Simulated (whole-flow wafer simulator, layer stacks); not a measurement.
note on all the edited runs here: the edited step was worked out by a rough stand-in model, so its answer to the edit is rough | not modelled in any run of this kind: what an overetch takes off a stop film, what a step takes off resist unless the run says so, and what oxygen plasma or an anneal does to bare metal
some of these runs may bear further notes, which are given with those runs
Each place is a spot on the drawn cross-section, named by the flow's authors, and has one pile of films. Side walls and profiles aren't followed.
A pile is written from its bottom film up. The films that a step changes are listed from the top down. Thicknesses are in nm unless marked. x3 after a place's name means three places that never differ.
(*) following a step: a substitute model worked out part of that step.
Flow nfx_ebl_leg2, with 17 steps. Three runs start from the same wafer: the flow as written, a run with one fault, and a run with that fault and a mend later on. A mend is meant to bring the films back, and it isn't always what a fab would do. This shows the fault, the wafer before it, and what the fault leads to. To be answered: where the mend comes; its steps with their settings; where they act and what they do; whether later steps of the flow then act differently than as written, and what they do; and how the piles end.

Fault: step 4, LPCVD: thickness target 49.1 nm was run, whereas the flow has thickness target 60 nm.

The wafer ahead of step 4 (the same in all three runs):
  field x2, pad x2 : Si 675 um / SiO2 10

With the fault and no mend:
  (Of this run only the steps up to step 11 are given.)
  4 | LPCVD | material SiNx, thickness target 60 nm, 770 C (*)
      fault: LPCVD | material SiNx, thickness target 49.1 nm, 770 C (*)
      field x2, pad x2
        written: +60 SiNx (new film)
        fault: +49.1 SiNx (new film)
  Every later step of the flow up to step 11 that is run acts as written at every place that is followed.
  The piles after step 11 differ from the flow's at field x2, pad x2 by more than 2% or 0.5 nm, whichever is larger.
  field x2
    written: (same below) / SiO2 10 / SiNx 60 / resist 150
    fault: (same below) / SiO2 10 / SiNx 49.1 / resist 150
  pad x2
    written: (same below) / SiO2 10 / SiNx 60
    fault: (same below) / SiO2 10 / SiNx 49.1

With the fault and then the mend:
  The mend stands after step 11.
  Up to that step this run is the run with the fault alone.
  11a | STRIP | resist, chemistry O2, 25 C (*)
      field x2
        -150 resist (all of it)
  11b | CLEAN | chemistry SC1/SC2 (*) (the flow's step 2, run once more)
      does not change any film at any place that is followed
  11c | LPCVD | material SiNx, thickness target 10.9 nm, 770 C (*) (the flow's step 4, run once more with other settings)
      field x2, pad x2
        +10.9 SiNx
  11d | DEHYDRATE | 180 C, 120 s (the flow's step 6, run once more)
      does not change any film at any place that is followed
  11e | COAT | resist, thickness 150 nm (the flow's step 7, run once more)
      field x2, pad x2
        +150 resist (new film)
  11f | SOFTBAKE | resist, 150 C, 60 s (the flow's step 8, run once more)
      does not change any film at any place that is followed
  11g | EXPOSE | PMMA, thickness 150 nm, photomask GRATING (*) (the flow's step 9, run once more)
      does not change any film at any place that is followed
  11h | DEVELOP | resist, thickness 150 nm, developer developer-C-546, 60 s (*) (the flow's step 10, run once more)
      pad x2
        -150 resist (all of it)
  Every later step of the flow that is run acts as written at every place that is followed.
  At every place that both follow, the piles at the end match the flow's.
